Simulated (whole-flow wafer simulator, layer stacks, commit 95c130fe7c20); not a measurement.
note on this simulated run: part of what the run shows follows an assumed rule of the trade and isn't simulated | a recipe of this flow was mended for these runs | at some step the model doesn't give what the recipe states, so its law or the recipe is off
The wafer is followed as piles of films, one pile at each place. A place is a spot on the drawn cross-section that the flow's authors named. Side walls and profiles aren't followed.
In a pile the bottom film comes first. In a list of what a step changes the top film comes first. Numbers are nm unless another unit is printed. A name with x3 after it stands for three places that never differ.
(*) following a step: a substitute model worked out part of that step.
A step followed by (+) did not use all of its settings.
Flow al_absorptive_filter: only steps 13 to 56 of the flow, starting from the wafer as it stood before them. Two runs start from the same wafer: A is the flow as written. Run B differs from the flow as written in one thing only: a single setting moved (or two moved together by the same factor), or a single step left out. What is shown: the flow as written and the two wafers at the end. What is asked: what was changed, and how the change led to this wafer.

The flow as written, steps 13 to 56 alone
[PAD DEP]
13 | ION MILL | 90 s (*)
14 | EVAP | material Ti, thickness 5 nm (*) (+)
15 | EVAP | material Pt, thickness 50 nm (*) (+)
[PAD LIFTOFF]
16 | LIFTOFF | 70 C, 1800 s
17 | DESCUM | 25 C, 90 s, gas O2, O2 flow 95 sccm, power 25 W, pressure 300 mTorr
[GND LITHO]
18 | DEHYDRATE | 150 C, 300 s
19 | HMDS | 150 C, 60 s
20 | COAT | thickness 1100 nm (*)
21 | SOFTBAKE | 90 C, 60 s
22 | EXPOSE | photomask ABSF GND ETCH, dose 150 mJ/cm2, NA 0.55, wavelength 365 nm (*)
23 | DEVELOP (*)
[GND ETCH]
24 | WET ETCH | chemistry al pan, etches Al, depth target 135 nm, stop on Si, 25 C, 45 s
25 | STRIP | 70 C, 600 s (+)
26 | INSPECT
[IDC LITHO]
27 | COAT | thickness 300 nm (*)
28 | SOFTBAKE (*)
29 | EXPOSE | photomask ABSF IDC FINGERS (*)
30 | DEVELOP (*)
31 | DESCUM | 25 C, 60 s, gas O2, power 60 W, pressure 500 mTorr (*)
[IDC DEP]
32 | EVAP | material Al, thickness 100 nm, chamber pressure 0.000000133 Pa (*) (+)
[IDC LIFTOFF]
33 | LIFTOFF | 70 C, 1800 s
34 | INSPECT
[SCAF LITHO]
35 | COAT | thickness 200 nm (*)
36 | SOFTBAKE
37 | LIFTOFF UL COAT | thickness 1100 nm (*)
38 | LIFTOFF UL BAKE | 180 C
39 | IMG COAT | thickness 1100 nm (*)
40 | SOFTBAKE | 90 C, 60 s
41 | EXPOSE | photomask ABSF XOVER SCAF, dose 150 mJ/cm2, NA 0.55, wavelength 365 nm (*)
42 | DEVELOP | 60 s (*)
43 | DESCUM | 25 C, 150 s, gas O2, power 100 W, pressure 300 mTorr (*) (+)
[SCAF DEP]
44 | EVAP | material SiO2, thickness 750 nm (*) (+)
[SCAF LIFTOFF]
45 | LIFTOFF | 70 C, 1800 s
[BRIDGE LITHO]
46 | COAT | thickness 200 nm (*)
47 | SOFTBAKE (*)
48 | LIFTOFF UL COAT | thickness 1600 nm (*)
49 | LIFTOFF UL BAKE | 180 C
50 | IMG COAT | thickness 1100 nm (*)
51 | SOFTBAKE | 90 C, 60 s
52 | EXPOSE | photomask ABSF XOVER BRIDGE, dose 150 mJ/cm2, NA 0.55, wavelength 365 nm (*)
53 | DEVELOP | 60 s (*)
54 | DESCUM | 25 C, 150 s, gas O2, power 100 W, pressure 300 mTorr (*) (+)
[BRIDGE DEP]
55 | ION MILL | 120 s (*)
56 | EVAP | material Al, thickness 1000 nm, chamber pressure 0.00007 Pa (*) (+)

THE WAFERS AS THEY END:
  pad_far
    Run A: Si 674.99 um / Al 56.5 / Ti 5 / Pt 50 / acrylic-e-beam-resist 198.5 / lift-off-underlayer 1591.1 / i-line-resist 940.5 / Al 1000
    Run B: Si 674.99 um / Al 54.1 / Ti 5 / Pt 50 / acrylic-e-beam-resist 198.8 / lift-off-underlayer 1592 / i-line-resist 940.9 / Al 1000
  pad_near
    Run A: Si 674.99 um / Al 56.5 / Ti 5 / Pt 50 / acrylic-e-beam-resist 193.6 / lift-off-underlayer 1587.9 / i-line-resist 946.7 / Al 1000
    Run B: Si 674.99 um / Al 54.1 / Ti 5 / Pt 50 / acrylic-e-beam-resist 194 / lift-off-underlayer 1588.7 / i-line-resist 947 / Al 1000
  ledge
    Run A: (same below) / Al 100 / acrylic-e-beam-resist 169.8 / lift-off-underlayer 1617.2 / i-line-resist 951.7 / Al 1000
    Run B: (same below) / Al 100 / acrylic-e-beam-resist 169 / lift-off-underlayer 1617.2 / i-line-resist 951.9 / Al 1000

Cause: step 13, ION MILL: 97 s was run, while the flow as written has 90 s.

Step by step, how the change led to this:
  13 | ION MILL | 90 s (*)
      gnd, ledge, res and 9 more: A i-line-resist loses 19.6 | B i-line-resist loses 21.2
      pad_far, pad_near: A Al loses 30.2 | B Al loses 32.5
